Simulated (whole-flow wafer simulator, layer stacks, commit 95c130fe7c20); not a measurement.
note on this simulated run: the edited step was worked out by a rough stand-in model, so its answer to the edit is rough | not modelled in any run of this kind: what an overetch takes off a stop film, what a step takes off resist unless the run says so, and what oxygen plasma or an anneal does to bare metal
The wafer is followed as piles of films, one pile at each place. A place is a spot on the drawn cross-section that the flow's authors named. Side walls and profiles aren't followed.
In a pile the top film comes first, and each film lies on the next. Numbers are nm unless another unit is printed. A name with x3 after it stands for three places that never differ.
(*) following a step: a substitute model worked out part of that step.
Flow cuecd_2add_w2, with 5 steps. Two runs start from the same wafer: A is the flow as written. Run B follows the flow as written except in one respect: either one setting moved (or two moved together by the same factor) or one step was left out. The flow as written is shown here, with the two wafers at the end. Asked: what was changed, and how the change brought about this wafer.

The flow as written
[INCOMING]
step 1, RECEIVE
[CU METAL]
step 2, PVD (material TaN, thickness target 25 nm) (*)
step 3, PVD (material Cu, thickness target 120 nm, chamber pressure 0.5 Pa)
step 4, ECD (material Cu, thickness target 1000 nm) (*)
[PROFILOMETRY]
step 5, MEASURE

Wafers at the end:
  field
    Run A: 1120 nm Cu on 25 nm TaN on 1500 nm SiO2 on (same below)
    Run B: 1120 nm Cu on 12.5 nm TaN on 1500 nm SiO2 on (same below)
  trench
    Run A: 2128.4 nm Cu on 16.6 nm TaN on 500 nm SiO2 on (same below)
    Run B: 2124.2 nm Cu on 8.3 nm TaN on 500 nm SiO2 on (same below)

What caused this: step 2, PVD: thickness target 12.5 nm was run, though the flow has thickness target 25 nm.
One can read it off the wafer: field has TaN 12.5, and step 2 as written asks for 25 nm.

How this came from the change, step by step:
  step 2, PVD (material TaN, thickness target 25 nm) (*)
      field: A +25 TaN (new film) | B +12.5 TaN (new film)
      trench: A +16.6 TaN (new film) | B +8.3 TaN (new film)
